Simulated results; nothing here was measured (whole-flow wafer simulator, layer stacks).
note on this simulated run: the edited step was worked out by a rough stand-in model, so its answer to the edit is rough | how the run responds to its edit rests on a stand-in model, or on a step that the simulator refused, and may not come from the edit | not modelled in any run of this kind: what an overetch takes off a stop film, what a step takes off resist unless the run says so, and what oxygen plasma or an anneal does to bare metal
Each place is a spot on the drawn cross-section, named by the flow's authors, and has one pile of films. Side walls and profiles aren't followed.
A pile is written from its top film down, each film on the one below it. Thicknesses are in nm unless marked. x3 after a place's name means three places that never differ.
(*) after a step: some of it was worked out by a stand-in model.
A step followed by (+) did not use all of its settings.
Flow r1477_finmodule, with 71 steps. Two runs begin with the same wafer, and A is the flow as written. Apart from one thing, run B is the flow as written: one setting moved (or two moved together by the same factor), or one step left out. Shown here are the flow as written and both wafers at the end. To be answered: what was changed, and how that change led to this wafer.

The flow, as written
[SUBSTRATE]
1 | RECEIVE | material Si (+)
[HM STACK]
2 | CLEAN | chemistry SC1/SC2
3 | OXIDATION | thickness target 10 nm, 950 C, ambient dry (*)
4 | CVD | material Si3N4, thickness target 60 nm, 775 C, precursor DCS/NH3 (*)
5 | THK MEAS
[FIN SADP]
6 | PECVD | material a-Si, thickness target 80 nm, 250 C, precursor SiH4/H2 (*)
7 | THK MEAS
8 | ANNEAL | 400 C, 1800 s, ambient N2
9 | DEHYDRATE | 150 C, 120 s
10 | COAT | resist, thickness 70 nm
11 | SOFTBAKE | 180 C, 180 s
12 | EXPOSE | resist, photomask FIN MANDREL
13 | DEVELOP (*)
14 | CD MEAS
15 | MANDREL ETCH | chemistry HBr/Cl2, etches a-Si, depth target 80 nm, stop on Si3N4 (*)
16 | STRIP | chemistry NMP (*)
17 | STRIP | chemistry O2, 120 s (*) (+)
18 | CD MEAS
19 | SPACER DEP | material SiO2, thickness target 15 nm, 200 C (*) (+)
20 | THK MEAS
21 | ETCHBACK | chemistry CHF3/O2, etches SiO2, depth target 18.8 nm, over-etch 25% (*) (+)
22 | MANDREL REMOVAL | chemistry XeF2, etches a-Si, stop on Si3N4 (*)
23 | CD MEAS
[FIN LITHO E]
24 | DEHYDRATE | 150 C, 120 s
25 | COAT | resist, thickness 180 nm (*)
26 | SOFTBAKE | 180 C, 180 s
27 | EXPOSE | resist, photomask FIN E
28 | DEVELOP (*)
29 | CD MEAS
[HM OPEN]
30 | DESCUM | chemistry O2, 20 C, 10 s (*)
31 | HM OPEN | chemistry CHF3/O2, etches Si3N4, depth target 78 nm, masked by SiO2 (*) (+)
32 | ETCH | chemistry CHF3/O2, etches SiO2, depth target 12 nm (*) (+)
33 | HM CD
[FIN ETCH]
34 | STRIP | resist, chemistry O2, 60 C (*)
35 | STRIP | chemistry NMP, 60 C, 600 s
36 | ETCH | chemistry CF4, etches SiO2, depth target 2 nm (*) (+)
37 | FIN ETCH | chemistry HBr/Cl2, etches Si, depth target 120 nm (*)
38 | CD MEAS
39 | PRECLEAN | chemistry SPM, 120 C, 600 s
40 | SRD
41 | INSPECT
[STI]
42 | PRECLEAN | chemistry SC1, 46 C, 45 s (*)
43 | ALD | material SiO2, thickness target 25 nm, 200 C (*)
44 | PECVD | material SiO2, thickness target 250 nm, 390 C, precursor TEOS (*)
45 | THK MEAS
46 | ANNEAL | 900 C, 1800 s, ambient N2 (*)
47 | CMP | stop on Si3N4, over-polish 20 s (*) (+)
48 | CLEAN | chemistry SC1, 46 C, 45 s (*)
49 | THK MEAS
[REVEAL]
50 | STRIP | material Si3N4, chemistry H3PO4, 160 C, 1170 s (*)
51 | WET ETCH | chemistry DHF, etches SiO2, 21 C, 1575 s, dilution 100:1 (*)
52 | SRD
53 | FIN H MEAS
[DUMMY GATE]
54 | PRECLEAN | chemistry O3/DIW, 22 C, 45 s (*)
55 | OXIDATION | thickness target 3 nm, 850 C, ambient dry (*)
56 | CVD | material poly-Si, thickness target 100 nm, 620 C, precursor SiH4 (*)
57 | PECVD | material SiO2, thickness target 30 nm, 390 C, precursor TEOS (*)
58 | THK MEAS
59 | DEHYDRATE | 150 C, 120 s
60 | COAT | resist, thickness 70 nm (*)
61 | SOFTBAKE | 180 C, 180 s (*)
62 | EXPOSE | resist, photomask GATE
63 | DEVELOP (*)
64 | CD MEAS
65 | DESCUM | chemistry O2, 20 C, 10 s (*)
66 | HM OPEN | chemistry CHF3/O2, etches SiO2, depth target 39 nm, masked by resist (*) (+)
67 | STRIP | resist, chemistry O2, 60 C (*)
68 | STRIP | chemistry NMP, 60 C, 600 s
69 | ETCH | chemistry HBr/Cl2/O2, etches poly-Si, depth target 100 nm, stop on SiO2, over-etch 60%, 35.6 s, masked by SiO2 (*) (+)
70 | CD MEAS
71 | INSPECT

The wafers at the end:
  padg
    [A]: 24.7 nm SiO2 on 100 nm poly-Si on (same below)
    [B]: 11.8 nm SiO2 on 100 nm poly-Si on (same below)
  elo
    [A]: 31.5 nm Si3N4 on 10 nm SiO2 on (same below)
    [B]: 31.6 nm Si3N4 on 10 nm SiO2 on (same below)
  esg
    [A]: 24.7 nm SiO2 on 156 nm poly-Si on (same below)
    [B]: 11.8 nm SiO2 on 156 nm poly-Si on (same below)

The reason: step 57, PECVD: thickness target 17.1 nm was run, while the flow as written has thickness target 30 nm.

Step by step, how the change led to this:
  57 | PECVD | material SiO2, thickness target 30 nm, 390 C, precursor TEOS (*)
      pad, padg, elg and 33 more: A +30 SiO2 (new film) | B +17.1 SiO2 (new film)
  66 | HM OPEN | chemistry CHF3/O2, etches SiO2, depth target 39 nm, masked by resist (*) (+)
      pad, elo, eso and 15 more: A -30 SiO2 (all of it), -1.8 poly-Si | B -17.1 SiO2 (all of it), -1.71 poly-Si
      padg, elg, esg and 15 more: A -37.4 resist | B -24.6 resist
  67 | STRIP | resist, chemistry O2, 60 C (*)
      padg, elg, esg: A -15.9 resist (all of it) | B -28.7 resist (all of it)
      e40lg, e100lg, e200lg: A -12.8 resist (all of it) | B -25.6 resist (all of it)
      (and at 12 other places as well)
